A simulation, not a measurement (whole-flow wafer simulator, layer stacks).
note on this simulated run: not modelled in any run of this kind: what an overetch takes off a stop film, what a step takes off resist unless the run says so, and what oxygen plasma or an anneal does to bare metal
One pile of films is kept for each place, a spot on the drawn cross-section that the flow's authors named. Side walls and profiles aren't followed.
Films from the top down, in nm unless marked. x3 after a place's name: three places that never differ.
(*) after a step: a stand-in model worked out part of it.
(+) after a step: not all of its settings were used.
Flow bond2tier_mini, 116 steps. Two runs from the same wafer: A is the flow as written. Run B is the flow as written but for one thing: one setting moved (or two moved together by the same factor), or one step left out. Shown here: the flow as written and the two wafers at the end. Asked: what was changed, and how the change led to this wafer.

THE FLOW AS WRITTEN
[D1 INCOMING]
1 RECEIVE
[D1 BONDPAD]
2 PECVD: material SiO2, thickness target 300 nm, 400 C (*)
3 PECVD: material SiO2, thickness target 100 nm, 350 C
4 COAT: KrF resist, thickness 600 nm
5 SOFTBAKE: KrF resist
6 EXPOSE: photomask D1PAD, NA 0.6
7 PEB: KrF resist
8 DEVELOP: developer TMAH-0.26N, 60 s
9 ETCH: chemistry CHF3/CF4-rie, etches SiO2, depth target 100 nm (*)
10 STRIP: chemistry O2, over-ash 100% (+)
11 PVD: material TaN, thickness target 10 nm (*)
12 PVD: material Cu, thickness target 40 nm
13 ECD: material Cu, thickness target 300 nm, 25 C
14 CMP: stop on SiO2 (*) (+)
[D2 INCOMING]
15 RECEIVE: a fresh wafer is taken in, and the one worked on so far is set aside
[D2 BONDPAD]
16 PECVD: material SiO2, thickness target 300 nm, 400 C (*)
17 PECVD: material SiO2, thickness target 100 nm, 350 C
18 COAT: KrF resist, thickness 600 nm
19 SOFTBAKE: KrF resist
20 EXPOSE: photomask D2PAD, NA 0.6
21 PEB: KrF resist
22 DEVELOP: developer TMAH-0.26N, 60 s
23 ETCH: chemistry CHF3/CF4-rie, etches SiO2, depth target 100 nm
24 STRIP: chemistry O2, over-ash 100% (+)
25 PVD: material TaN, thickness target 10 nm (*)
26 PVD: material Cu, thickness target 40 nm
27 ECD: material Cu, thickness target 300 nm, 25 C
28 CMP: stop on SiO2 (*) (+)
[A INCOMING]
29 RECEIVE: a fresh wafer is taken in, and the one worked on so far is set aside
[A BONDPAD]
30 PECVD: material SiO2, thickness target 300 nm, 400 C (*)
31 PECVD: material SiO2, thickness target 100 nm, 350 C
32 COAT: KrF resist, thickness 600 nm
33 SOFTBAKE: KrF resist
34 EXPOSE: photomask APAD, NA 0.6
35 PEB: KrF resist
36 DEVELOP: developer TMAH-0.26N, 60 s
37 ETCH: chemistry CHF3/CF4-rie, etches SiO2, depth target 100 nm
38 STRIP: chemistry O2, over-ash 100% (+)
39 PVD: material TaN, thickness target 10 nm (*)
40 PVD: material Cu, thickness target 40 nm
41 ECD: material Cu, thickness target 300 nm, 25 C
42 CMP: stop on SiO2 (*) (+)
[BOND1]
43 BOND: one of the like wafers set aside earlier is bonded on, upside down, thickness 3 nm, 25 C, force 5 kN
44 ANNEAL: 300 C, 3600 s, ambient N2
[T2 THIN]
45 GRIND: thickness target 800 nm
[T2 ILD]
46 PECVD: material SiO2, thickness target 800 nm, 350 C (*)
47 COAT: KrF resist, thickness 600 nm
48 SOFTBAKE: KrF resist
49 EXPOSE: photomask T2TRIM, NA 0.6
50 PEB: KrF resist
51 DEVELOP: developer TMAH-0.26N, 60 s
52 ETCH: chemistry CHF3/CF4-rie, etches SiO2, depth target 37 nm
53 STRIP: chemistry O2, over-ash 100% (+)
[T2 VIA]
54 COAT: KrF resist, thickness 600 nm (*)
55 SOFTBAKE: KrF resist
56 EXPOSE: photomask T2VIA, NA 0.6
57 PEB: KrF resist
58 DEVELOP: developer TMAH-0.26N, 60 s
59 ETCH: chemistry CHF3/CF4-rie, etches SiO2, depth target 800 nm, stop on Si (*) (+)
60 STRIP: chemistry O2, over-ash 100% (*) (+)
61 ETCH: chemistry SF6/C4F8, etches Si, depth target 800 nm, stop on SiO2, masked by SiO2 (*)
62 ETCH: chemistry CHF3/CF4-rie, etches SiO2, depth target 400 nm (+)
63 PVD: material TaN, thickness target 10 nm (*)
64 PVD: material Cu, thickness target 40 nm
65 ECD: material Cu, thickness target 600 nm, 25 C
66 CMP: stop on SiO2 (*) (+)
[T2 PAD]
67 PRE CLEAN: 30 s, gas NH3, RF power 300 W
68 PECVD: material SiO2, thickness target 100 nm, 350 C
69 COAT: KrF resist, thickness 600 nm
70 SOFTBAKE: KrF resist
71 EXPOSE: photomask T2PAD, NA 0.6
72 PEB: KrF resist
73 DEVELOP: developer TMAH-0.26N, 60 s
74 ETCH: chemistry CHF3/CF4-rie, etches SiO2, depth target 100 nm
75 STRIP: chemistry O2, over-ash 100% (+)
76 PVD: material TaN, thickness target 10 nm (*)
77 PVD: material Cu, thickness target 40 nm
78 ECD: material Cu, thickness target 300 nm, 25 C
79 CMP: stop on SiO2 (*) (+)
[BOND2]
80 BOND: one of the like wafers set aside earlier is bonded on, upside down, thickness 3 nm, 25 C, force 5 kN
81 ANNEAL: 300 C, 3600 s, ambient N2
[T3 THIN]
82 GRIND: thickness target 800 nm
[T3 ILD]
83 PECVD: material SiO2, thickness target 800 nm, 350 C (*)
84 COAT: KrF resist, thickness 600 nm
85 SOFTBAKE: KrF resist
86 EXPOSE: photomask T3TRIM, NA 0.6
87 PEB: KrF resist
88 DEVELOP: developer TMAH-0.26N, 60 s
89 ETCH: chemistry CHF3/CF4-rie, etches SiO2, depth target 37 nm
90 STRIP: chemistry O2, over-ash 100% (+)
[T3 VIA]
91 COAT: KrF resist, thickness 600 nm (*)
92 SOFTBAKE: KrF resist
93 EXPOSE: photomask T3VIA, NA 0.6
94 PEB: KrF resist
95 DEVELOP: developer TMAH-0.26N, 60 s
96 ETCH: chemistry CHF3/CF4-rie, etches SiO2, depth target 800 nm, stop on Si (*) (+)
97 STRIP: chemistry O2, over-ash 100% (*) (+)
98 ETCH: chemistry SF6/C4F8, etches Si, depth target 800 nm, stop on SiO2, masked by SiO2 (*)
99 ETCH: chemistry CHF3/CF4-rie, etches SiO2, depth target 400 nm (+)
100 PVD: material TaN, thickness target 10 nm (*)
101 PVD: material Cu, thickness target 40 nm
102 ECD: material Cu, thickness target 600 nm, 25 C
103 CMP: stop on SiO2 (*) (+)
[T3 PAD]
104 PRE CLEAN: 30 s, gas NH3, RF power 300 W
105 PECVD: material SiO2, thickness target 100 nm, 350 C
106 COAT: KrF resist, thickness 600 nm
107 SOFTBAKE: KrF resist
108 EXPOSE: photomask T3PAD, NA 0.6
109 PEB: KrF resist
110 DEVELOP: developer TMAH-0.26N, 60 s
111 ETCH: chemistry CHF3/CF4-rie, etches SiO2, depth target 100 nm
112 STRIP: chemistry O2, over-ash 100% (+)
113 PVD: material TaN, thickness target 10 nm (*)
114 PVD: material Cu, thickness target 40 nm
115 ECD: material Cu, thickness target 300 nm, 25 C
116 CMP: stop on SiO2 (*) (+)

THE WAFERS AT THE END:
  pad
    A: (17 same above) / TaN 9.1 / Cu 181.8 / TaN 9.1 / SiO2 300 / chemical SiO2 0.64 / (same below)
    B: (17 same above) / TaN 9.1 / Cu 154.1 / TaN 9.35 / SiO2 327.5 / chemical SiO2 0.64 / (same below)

The cause: step 37, ETCH: depth target 72.5 nm was run, where the flow has depth target 100 nm.

How the change led to this, step by step:
  37 ETCH: chemistry CHF3/CF4-rie, etches SiO2, depth target 100 nm
      pad, via: A SiO2 -100 | B SiO2 -72.5
      field: A KrF resist -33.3 | B KrF resist -24.2
  40 PVD: material Cu, thickness target 40 nm
      pad: A Cu +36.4 (new film) | B Cu +37.4 (new film)
  41 ECD: material Cu, thickness target 300 nm, 25 C
      pad: A Cu +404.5 | B Cu +375.8
      via: A Cu +400.2 | B Cu +372.6
